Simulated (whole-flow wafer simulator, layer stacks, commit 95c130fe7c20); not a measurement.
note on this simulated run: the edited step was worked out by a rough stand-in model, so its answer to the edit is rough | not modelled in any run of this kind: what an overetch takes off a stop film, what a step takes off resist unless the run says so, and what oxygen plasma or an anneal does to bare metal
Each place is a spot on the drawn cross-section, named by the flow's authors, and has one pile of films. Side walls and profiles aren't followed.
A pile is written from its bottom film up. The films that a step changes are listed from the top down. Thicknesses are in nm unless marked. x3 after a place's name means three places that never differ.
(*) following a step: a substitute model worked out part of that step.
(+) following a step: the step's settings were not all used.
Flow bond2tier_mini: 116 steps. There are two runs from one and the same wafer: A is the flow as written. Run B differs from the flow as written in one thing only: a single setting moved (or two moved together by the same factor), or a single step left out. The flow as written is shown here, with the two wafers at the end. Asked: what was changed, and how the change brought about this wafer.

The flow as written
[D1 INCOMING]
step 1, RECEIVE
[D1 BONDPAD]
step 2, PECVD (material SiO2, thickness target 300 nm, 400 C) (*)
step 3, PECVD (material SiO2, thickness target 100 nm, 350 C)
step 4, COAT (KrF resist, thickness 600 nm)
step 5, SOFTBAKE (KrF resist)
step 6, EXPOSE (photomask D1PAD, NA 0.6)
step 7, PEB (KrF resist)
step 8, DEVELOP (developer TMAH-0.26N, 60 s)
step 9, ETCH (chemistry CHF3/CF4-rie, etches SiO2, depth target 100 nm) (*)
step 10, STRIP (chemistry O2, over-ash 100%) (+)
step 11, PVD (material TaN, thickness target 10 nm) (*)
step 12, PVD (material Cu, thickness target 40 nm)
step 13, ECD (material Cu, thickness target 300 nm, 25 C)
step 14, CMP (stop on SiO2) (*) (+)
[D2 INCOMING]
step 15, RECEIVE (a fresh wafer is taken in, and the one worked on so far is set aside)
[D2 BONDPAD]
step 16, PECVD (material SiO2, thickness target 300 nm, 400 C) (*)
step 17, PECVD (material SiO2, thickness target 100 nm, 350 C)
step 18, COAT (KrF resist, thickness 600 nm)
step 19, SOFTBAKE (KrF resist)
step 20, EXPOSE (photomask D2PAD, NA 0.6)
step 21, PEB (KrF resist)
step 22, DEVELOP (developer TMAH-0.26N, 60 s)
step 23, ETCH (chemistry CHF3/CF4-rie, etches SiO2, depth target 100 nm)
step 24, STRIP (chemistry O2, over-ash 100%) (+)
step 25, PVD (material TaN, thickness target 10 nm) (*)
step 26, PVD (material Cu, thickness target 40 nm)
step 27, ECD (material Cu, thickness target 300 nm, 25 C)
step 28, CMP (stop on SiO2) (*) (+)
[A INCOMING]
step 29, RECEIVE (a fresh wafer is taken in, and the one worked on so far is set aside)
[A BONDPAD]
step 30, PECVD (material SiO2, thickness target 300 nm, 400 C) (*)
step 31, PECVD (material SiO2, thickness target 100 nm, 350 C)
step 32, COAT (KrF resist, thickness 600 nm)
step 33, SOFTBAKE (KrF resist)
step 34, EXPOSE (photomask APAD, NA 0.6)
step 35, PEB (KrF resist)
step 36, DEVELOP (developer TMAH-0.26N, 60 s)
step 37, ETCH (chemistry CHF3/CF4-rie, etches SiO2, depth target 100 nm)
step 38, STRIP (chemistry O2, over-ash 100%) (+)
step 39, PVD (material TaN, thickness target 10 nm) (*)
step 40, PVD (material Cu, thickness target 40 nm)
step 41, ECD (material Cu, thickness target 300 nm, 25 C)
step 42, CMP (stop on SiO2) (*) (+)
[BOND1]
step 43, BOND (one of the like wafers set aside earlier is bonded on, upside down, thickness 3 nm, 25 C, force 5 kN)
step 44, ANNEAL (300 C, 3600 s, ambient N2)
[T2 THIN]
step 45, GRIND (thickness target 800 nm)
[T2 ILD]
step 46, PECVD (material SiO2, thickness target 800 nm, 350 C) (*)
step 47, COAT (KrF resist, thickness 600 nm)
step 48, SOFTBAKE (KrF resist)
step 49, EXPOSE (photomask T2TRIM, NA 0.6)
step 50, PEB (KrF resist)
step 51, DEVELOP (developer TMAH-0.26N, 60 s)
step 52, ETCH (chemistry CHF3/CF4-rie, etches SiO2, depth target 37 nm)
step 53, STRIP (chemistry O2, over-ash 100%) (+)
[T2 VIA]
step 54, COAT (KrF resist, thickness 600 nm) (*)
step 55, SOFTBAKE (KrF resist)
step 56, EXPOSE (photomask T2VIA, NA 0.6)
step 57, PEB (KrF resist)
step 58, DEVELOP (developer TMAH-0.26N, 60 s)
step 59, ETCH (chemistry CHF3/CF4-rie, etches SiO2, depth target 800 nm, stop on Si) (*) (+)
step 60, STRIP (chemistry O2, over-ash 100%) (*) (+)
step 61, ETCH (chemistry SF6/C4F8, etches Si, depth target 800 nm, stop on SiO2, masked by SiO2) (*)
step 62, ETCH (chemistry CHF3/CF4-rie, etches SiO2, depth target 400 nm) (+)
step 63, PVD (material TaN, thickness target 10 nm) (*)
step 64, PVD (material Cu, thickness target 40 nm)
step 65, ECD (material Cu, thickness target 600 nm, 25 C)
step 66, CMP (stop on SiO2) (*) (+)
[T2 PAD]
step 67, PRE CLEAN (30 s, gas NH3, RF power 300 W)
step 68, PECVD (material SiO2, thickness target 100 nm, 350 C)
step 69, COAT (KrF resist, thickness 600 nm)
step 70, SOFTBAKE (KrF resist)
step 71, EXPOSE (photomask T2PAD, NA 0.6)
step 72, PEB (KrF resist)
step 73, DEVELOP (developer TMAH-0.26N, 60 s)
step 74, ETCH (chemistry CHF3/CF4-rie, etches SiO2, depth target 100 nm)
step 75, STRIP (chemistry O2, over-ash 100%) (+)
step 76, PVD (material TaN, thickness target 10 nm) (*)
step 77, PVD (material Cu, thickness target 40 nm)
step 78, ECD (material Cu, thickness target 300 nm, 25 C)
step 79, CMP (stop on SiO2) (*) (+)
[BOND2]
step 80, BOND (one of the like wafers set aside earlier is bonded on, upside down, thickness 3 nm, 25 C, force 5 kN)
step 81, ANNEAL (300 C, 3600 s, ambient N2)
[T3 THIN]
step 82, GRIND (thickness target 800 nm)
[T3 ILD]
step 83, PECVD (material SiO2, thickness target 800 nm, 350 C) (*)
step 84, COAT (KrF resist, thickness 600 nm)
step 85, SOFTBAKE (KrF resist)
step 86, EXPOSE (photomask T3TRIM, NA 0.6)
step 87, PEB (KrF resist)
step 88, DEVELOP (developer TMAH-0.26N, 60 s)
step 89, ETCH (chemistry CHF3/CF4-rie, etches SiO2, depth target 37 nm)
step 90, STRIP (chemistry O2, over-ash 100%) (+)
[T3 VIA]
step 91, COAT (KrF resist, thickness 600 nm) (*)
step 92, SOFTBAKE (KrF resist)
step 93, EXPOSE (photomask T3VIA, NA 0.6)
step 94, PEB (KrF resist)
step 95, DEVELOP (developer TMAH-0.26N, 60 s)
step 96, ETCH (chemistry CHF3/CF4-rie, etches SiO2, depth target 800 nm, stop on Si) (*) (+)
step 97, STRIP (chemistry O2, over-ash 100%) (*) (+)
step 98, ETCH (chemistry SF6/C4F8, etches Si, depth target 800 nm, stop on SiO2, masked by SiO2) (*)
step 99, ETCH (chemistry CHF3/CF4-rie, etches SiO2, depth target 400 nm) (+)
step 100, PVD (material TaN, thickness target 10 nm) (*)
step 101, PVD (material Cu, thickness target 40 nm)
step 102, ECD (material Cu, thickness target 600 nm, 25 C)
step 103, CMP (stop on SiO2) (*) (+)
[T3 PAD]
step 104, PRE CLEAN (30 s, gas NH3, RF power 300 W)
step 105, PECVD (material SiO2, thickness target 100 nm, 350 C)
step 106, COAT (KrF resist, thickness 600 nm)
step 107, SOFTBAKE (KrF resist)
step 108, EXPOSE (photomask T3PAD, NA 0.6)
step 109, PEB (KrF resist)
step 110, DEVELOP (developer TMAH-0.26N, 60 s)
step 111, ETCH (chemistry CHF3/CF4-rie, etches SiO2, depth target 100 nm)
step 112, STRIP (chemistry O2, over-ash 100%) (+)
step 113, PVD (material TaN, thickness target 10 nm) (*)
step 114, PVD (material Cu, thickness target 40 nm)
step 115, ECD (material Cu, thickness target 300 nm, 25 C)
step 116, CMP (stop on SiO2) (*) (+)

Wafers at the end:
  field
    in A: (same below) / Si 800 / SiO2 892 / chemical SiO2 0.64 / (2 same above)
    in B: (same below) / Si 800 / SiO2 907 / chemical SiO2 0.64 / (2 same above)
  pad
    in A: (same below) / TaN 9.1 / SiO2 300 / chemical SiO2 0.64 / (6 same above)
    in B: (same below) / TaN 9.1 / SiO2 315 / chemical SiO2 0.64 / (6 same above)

What caused this: step 16, PECVD: thickness target 315 nm was run, while the flow as written has thickness target 300 nm.
The wafer itself shows it: pad has SiO2 315, and step 16 as written asks for 300 nm.

The path from the change to this, step by step:
  step 16, PECVD (material SiO2, thickness target 300 nm, 400 C) (*)
      field, pad, via: A +300 SiO2 (new film) | B +315 SiO2 (new film)
  step 80, BOND (one of the like wafers set aside earlier is bonded on, upside down, thickness 3 nm, 25 C, force 5 kN)
      field: A +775 um Si (new film), +0.64 chemical SiO2 (new film), +400 SiO2 | B +775 um Si (new film), +0.64 chemical SiO2 (new film), +415 SiO2
      pad: A +775 um Si (new film), +0.64 chemical SiO2 (new film), +300 SiO2 (new film), +9.1 TaN (new film), +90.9 Cu | B +775 um Si (new film), +0.64 chemical SiO2 (new film), +315 SiO2 (new film), +9.1 TaN (new film), +90.9 Cu
